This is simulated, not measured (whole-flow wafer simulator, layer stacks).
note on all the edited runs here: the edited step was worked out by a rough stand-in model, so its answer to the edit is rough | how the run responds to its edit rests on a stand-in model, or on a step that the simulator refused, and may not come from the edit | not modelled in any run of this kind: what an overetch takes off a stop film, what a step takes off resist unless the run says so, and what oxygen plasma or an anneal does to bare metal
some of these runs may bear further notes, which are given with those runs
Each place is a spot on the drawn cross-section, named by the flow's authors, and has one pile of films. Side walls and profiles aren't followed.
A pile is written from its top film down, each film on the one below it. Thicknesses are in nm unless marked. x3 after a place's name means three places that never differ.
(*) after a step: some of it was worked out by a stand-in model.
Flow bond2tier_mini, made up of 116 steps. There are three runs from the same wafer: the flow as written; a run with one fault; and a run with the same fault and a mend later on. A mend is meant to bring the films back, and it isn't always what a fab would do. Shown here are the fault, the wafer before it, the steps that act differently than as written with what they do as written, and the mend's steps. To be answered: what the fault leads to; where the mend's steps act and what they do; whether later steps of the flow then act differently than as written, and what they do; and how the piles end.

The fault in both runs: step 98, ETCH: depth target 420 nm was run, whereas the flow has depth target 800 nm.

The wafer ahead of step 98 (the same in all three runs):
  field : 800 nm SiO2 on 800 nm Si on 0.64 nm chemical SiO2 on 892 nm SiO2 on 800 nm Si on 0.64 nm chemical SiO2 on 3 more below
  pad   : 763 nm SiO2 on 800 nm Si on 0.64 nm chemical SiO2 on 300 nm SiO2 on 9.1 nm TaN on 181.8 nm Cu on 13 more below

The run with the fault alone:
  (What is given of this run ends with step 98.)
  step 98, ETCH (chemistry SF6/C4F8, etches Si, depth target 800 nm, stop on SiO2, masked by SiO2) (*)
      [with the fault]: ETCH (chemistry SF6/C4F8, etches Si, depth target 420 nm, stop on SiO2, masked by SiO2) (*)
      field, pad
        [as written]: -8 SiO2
        [with the fault]: -4.2 SiO2
  The piles after step 98 are only slightly different from the flow's at the places that both follow, by no more than 2% or 0.5 nm, whichever is larger.

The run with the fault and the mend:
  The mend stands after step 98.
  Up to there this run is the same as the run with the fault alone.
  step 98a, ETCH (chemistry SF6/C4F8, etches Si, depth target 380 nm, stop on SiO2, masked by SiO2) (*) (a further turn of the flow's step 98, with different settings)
      field, pad
        -3.8 SiO2
  Later steps of the flow that are run all act as written at every place that is followed.
  At every place that both follow, the piles at the end match the flow's.
